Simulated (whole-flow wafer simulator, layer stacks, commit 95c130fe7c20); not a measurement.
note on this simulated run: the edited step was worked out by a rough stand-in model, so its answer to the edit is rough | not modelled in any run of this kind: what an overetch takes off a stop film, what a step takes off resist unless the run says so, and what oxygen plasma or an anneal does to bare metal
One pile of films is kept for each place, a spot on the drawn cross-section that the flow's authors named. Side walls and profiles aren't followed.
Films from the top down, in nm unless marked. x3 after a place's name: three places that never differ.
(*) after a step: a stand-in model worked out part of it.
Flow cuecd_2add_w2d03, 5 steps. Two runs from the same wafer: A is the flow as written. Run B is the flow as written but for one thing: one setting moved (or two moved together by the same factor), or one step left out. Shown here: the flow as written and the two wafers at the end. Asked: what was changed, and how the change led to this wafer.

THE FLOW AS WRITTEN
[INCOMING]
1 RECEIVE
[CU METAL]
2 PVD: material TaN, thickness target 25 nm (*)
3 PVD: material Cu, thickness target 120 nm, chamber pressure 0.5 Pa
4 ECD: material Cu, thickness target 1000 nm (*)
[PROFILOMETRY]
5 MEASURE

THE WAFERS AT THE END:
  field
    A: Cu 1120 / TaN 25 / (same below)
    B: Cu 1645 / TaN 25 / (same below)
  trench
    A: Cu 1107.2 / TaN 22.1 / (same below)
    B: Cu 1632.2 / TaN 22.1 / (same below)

The cause: step 4, ECD: thickness target 1525 nm was run, where the flow has thickness target 1000 nm.

How the change led to this, step by step:
  4 ECD: material Cu, thickness target 1000 nm (*)
      field, trench: A Cu +1000 | B Cu +1525
